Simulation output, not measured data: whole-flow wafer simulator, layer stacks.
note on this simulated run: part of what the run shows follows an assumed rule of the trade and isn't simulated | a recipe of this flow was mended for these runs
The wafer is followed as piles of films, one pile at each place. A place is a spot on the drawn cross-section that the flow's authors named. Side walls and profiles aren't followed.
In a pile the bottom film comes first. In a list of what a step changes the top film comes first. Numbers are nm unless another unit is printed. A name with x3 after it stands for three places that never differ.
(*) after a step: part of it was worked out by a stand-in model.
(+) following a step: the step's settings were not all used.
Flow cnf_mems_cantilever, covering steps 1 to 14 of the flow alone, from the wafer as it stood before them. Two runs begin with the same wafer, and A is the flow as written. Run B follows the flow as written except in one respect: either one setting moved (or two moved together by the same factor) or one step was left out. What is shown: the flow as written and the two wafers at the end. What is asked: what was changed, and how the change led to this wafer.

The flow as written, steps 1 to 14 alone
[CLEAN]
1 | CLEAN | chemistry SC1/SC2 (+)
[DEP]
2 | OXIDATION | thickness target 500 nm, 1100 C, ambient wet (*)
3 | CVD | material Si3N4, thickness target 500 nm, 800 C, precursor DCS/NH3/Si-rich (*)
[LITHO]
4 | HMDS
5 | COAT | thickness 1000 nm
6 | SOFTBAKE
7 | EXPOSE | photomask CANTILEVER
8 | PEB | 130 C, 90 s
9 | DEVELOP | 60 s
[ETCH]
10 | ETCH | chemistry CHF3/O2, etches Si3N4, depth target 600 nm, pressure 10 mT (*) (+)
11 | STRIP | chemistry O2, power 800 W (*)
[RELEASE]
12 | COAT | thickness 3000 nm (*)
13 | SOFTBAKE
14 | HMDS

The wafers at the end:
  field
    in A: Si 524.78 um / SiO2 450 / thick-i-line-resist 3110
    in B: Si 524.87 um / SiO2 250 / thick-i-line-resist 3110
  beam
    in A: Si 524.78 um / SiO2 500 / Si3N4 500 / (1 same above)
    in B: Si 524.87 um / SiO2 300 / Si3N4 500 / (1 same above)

What caused this: step 2, OXIDATION: thickness target 300 nm was run, though the flow has thickness target 500 nm.
One can read it off the wafer: beam has SiO2 300, and step 2 as written asks for 500 nm.

How this came from the change, step by step:
  2 | OXIDATION | thickness target 500 nm, 1100 C, ambient wet (*)
      field, beam: A SiO2 gains 500 (new film), chemical SiO2 loses 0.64 (all of it), Si loses 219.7 | B SiO2 gains 300 (new film), chemical SiO2 loses 0.64 (all of it), Si loses 131.7
